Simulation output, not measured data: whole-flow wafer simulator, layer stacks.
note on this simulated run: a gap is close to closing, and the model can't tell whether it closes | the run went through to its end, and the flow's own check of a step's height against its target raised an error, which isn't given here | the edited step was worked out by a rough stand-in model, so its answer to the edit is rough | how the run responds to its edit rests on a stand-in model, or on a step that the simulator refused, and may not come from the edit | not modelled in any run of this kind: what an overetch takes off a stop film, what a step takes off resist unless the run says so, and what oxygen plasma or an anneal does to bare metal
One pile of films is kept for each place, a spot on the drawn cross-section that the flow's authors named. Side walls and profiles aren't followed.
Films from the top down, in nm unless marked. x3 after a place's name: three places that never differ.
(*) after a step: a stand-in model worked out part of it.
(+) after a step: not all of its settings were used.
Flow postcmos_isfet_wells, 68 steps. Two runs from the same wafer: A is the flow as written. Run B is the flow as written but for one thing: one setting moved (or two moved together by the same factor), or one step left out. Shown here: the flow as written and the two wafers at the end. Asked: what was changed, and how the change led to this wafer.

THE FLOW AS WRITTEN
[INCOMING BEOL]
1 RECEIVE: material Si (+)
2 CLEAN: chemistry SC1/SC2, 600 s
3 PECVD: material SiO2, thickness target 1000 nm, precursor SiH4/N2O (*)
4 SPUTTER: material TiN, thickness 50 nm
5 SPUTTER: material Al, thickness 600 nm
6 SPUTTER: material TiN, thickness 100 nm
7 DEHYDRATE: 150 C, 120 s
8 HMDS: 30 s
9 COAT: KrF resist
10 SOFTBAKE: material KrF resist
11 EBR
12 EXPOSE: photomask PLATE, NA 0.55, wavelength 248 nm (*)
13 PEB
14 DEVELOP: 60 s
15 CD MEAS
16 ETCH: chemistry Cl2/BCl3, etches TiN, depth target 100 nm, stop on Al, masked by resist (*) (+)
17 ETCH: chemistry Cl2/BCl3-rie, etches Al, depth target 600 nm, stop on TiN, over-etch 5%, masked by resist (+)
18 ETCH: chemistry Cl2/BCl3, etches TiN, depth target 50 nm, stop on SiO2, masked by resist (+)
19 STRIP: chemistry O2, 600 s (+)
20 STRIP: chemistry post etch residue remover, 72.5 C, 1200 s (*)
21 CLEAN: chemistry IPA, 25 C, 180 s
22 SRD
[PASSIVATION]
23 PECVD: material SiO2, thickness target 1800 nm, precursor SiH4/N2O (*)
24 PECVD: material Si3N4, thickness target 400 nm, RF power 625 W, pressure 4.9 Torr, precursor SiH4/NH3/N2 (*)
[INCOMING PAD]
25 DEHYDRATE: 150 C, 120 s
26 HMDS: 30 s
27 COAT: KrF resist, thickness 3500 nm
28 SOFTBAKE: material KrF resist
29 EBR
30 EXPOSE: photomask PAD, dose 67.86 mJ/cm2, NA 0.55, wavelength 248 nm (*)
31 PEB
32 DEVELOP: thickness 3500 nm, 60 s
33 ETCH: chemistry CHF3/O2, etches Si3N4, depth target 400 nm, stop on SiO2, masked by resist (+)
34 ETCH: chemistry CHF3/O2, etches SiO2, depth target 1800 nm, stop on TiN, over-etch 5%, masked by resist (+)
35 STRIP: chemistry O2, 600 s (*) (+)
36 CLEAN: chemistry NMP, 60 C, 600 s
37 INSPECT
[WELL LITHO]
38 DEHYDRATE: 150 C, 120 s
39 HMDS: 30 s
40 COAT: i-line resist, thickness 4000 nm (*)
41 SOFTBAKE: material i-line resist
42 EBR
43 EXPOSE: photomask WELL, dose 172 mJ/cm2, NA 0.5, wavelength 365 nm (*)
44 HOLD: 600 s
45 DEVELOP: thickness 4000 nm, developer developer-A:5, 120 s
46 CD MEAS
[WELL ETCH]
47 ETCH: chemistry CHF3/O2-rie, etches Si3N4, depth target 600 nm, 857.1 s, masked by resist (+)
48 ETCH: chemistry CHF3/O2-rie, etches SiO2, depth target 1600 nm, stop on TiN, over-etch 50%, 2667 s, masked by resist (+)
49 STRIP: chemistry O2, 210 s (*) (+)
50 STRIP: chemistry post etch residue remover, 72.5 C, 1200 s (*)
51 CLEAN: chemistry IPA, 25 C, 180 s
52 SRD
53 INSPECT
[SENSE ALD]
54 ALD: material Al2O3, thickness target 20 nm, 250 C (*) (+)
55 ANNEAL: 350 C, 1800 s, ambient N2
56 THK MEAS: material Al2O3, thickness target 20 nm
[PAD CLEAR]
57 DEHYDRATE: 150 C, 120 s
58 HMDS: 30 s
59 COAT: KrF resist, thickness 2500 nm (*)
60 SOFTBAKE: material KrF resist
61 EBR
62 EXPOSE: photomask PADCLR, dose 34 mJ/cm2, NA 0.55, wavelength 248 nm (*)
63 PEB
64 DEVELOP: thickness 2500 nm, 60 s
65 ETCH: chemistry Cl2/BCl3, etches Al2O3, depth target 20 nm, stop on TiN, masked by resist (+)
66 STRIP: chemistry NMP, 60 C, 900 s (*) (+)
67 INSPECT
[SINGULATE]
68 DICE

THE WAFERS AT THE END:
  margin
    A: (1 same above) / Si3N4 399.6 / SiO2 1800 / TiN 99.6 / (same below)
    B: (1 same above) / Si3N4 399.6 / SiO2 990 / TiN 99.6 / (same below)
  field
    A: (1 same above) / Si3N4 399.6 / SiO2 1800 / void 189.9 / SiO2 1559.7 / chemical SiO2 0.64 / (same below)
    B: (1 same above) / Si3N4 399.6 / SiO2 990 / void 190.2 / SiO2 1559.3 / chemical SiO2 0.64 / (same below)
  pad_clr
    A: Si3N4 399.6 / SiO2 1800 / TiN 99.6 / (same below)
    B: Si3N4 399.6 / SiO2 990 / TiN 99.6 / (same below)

The cause: step 23, PECVD: thickness target 990 nm was run, where the flow has thickness target 1800 nm.
It can be read off the wafer: margin has SiO2 990, and step 23 as written asks for 1800 nm.

How the change led to this, step by step:
  23 PECVD: material SiO2, thickness target 1800 nm, precursor SiH4/N2O (*)
      margin, well900, well1300 x3, pad_rim, pad_clr, pad_open: A SiO2 +1800 (new film) | B SiO2 +990 (new film)
      field: A SiO2 +1800 (new film), void +189.9 (new film), SiO2 +559.7 | B SiO2 +990 (new film), void +190.2 (new film), SiO2 +559.3
  34 ETCH: chemistry CHF3/O2, etches SiO2, depth target 1800 nm, stop on TiN, over-etch 5%, masked by resist (+)
      field, margin, well900, well1300 x3, pad_rim, pad_clr: A KrF resist -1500 | B KrF resist -866.2
      pad_open: A SiO2 -1800 (all of it) | B SiO2 -990 (all of it)
  35 STRIP: chemistry O2, 600 s (*) (+)
      field, margin, well900, well1300 x3, pad_rim, pad_clr: A KrF resist -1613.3 (all of it) | B KrF resist -2247.1 (all of it)
  40 COAT: i-line resist, thickness 4000 nm (*)
      pad_clr: A i-line resist +3256.8 (new film) | B i-line resist +3515.7 (new film)
      pad_open: A i-line resist +4804.7 (new film) | B i-line resist +4512.3 (new film)
  41 SOFTBAKE: material i-line resist
      pad_clr: A i-line resist -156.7 | B i-line resist -81.9
      pad_open: A i-line resist +115.3 | B i-line resist +76.9
  48 ETCH: chemistry CHF3/O2-rie, etches SiO2, depth target 1600 nm, stop on TiN, over-etch 50%, 2667 s, masked by resist (+)
      well900, well1300 x3: A SiO2 -1600 (all of it) | B SiO2 -790 (all of it)
  49 STRIP: chemistry O2, 210 s (*) (+)
      pad_clr: A i-line resist -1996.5 (all of it) | B i-line resist -2330.1 (all of it)
      pad_open: A i-line resist -3816.3 (all of it) | B i-line resist -3485.5 (all of it)
  59 COAT: KrF resist, thickness 2500 nm (*)
      field: A KrF resist +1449 (new film) | B KrF resist +1835.9 (new film)
      margin: A KrF resist +1448.9 (new film) | B KrF resist +1835.9 (new film)
      (and at 3 more places)
  60 SOFTBAKE: material KrF resist
      pad_clr: A KrF resist -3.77 | B KrF resist -2.68
  63 PEB
      field, margin: A KrF resist -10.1 | B KrF resist -12.9
      pad_rim: A KrF resist -13.9 | B KrF resist -15.3
      (and at 2 more places)
  64 DEVELOP: thickness 2500 nm, 60 s
      pad_clr: A KrF resist -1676 (all of it) | B KrF resist -1955 (all of it)
      pad_open: A KrF resist -3045.1 (all of it) | B KrF resist -2839.4 (all of it)
  66 STRIP: chemistry NMP, 60 C, 900 s (*) (+)
      field, margin: A KrF resist -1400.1 (all of it) | B KrF resist -1784.3 (all of it)
      pad_rim: A KrF resist -1923.7 (all of it) | B KrF resist -2110 (all of it)
